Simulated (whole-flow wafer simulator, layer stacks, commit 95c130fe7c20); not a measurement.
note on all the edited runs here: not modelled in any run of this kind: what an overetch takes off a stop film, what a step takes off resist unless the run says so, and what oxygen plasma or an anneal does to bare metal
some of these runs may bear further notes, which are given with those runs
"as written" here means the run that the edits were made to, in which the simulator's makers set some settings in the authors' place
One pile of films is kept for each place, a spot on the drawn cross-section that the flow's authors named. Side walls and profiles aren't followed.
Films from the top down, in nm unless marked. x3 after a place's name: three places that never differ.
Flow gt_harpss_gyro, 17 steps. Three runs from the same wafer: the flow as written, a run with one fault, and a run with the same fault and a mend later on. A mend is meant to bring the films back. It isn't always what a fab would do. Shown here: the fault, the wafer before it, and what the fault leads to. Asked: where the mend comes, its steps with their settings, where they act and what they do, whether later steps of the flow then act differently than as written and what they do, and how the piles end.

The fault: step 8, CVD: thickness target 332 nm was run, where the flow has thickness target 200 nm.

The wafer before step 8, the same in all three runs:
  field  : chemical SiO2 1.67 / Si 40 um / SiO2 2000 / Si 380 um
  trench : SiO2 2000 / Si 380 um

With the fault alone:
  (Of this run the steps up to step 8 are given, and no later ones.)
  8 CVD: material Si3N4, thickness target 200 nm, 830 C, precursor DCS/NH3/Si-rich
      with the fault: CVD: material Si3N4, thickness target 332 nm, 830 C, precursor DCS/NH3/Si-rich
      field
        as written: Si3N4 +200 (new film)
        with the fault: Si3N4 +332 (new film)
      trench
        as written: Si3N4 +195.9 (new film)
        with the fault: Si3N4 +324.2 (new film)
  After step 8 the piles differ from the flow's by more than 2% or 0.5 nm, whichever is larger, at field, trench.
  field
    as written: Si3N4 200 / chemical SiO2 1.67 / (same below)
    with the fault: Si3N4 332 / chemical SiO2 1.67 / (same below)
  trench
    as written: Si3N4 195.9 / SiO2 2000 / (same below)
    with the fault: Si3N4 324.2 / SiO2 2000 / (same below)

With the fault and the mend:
  The mend comes after step 8.
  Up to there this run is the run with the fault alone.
  8a ETCH: chemistry h3po4, depth target 130.3 nm
      field, trench
        Si3N4 -130.3
  No later step of the flow acts differently than as written at any place that is followed.
  At the end the piles differ from the flow's only slightly at the places that both follow, by at most 2% or 0.5 nm, whichever is larger.
